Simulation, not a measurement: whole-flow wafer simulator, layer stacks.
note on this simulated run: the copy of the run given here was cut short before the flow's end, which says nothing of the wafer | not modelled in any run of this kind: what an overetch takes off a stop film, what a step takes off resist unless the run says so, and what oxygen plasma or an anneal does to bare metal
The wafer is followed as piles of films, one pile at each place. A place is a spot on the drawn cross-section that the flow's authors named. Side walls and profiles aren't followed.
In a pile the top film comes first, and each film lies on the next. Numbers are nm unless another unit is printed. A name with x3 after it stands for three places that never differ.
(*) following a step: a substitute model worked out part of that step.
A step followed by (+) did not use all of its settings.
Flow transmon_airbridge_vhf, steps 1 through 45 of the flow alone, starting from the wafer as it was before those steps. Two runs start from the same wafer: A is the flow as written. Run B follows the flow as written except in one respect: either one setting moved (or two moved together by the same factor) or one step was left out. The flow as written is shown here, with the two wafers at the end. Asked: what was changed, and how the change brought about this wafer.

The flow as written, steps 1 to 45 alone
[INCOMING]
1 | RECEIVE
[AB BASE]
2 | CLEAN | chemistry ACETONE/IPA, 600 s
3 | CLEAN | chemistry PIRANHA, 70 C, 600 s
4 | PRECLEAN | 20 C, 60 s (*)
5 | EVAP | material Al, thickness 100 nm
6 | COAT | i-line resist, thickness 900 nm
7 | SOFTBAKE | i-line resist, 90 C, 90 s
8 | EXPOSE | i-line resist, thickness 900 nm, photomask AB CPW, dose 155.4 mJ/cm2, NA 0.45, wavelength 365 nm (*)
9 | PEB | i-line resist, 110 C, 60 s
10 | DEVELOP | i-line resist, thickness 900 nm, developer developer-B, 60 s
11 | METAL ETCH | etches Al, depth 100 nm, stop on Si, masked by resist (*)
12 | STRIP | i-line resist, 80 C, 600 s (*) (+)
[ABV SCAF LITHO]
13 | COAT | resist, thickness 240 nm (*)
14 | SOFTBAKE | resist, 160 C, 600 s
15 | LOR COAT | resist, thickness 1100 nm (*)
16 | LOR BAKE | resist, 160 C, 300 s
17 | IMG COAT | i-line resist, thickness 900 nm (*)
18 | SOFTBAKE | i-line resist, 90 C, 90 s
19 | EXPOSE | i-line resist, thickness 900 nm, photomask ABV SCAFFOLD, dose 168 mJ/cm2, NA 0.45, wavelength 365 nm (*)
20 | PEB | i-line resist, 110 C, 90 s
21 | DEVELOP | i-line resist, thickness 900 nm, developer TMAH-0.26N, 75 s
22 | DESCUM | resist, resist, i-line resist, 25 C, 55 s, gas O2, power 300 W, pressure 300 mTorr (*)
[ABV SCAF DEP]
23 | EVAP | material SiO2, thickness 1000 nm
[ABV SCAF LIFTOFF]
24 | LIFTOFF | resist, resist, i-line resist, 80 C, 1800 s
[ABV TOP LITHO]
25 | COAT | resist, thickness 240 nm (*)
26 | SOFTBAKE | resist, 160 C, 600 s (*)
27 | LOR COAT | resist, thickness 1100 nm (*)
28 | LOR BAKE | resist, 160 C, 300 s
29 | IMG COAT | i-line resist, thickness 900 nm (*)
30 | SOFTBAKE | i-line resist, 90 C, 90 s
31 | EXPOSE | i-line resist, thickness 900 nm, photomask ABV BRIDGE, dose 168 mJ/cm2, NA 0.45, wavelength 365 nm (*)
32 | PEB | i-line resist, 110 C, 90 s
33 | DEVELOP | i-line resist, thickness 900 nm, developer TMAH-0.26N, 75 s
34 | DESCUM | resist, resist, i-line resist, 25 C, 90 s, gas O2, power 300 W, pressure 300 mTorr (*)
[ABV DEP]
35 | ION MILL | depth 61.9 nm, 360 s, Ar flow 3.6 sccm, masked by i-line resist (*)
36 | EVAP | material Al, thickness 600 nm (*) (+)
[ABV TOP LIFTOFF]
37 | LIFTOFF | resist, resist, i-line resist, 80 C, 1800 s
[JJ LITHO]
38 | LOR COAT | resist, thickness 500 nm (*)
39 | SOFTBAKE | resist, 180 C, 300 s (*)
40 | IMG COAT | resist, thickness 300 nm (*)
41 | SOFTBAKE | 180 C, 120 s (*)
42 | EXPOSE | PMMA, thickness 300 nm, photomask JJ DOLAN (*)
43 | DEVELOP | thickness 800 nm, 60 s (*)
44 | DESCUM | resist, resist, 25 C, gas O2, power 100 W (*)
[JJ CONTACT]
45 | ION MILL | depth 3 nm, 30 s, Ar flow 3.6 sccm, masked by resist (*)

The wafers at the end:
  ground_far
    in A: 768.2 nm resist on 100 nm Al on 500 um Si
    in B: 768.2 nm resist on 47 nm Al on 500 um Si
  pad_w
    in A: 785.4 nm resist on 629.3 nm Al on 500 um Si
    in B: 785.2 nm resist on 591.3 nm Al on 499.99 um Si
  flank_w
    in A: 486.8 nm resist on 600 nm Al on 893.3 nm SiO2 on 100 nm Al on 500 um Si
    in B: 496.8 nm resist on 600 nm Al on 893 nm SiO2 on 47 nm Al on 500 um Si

The reason: step 5, EVAP: thickness 47 nm was run, though the flow has thickness 100 nm.
The wafer itself shows it: ground_far has Al 47, and step 5 as written asks for 100 nm.

Step by step, how the change led to this:
  5 | EVAP | material Al, thickness 100 nm
      field x3, jj_line, ground_far and 12 more: A Al gains 100 (new film) | B Al gains 47 (new film)
  11 | METAL ETCH | etches Al, depth 100 nm, stop on Si, masked by resist (*)
      ground_far, pad_w, flank_w and 8 more: A i-line resist loses 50 | B i-line resist loses 35.2
      field x3, jj_line, gap_w, gap_e: A Al loses 100 (all of it) | B Al loses 47 (all of it)
  13 | COAT | resist, thickness 240 nm (*)
      flank_w, flank_e: A resist gains 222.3 (new film) | B resist gains 230.8 (new film)
      gap_w, gap_e: A resist gains 251.7 (new film) | B resist gains 246 (new film)
  22 | DESCUM | resist, resist, i-line resist, 25 C, 55 s, gas O2, power 300 W, pressure 300 mTorr (*)
      flank_w, flank_e: A resist loses 222.3 (all of it) | B resist loses 230.8 (all of it)
      gap_w, gap_e: A resist loses 251.7 (all of it) | B resist loses 246 (all of it)
  25 | COAT | resist, thickness 240 nm (*)
      flank_w, flank_e: A resist gains 152.6 (new film) | B resist gains 159.1 (new film)
      gap_w, gap_e: A resist gains 210.7 (new film) | B resist gains 205 (new film)
  29 | IMG COAT | i-line resist, thickness 900 nm (*)
      gap_w, gap_e: A i-line resist gains 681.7 (new film) | B i-line resist gains 667.8 (new film)
  32 | PEB | i-line resist, 110 C, 90 s
      gap_w, gap_e: A i-line resist loses 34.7 | B i-line resist loses 34
  33 | DEVELOP | i-line resist, thickness 900 nm, developer TMAH-0.26N, 75 s
      gap_w, gap_e: A i-line resist loses 646.9 (all of it), resist loses 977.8 | B i-line resist loses 633.8 (all of it), resist loses 962.7
  34 | DESCUM | resist, resist, i-line resist, 25 C, 90 s, gas O2, power 300 W, pressure 300 mTorr (*)
      flank_w, flank_e: A resist loses 152.6 (all of it) | B resist loses 159.1 (all of it)
      gap_w, gap_e: A resist loses 210.7 (all of it) | B resist loses 205 (all of it)
  35 | ION MILL | depth 61.9 nm, 360 s, Ar flow 3.6 sccm, masked by i-line resist (*)
      pad_w, pad_e: A Al loses 61.9 | B Al loses 47 (all of it), Si loses 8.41
  36 | EVAP | material Al, thickness 600 nm (*) (+)
      pad_w, pad_e: A Al gains 591.2 | B Al gains 591.3 (new film)
  38 | LOR COAT | resist, thickness 500 nm (*)
      gap_w, gap_e: A resist gains 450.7 (new film) | B resist gains 441.5 (new film)
  40 | IMG COAT | resist, thickness 300 nm (*)
      flank_w, flank_e: A resist gains 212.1 | B resist gains 219.7
